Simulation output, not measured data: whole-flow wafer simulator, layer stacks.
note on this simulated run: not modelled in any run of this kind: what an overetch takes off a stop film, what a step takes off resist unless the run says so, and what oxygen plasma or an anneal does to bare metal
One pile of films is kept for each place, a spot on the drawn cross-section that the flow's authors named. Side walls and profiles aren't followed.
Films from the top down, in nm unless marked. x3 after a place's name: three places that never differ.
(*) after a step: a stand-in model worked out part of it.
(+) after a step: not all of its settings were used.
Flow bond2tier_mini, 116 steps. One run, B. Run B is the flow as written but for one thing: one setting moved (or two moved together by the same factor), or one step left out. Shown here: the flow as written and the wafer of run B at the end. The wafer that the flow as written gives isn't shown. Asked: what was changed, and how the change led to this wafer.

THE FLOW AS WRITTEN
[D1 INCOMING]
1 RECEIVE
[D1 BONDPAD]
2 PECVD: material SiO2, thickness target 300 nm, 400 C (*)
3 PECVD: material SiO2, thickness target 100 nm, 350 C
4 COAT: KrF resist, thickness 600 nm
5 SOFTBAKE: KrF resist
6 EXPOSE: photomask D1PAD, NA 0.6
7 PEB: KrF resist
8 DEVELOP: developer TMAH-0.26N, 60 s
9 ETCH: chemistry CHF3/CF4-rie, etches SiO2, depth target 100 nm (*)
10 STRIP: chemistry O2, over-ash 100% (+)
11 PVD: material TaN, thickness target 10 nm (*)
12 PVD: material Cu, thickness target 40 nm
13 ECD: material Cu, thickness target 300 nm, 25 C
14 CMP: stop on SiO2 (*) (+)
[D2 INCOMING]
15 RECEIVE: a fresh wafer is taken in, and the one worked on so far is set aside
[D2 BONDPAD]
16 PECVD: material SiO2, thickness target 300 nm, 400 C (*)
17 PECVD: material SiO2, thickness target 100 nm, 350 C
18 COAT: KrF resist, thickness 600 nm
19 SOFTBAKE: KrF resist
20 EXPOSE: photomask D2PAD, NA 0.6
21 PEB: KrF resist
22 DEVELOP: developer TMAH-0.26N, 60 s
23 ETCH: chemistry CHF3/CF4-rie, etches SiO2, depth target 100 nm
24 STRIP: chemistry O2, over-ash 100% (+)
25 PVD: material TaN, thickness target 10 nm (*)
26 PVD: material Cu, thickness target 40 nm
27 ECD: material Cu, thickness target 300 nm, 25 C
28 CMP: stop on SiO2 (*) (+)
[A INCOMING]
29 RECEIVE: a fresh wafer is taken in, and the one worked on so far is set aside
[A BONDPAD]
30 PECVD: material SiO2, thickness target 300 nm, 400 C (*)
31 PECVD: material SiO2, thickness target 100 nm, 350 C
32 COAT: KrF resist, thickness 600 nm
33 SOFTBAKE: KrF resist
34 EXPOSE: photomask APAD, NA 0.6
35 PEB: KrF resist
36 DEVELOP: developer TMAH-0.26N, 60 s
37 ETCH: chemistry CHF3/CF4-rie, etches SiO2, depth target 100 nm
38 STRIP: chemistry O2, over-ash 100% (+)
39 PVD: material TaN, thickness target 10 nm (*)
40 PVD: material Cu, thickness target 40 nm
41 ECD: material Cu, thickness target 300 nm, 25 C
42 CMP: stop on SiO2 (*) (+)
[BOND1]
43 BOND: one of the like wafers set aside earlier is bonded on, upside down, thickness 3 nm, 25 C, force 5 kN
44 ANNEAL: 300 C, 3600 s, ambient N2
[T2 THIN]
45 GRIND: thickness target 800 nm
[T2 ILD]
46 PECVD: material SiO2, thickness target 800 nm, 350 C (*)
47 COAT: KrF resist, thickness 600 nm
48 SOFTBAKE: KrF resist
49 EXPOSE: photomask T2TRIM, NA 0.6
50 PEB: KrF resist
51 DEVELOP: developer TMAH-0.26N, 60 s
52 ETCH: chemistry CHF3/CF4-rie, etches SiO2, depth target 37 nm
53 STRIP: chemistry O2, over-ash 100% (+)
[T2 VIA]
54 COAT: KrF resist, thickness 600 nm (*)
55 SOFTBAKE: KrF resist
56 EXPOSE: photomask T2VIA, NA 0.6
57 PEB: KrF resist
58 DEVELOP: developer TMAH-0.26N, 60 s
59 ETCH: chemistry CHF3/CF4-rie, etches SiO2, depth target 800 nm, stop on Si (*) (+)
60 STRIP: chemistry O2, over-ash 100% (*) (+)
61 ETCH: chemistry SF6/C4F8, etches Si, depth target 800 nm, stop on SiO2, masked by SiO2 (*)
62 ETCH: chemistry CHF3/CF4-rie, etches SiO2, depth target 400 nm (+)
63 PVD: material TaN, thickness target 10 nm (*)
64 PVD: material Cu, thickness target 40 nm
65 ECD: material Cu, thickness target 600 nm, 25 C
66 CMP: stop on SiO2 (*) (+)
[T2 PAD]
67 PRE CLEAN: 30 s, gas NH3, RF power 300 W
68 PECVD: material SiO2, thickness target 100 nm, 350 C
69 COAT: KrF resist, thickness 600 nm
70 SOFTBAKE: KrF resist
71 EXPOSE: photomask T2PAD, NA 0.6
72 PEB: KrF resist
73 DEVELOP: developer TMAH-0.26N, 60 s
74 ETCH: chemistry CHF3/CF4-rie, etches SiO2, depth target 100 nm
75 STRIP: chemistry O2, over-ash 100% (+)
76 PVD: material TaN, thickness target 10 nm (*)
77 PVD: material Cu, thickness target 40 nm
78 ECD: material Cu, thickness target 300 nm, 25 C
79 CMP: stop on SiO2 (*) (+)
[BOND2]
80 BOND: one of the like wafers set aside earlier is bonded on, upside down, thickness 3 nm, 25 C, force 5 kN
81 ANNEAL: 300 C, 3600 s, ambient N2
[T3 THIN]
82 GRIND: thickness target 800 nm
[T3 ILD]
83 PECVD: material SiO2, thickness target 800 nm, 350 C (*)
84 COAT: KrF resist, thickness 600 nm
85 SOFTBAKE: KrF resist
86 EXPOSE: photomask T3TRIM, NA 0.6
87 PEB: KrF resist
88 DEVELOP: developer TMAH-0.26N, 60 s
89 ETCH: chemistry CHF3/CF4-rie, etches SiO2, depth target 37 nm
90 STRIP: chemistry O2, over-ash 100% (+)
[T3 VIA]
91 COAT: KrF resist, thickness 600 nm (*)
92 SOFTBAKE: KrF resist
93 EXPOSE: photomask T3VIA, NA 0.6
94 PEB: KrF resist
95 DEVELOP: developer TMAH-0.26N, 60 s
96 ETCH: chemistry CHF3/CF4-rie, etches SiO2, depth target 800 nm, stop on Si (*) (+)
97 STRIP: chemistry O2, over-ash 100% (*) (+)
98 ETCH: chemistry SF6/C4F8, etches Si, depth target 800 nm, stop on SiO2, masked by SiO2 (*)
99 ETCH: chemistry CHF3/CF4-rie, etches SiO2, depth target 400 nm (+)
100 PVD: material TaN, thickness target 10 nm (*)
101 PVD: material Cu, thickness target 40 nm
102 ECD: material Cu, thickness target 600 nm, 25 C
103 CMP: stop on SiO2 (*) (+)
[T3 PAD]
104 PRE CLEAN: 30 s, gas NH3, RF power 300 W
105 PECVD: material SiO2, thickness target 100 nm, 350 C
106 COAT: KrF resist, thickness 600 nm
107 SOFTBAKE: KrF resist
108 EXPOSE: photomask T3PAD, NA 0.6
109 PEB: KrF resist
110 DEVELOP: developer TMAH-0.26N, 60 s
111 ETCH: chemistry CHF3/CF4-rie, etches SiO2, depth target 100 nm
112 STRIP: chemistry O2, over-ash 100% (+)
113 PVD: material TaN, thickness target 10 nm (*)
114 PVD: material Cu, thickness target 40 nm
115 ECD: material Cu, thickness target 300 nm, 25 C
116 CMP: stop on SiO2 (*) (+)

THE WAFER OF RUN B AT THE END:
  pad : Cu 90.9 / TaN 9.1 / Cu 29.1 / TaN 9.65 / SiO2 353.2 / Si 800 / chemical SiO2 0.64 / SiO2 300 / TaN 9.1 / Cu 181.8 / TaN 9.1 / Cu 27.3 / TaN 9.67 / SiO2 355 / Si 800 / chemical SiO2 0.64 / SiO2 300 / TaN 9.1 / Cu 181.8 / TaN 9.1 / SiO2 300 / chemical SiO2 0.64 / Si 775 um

The cause: step 89, ETCH: depth target 38.8 nm was run, where the flow has depth target 37 nm.

How the change led to this, step by step:
  89 ETCH: chemistry CHF3/CF4-rie, etches SiO2, depth target 37 nm
      field: KrF resist -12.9 (as written it would be: KrF resist -12.3)
      pad: SiO2 -38.8 (as written it would be: SiO2 -37)
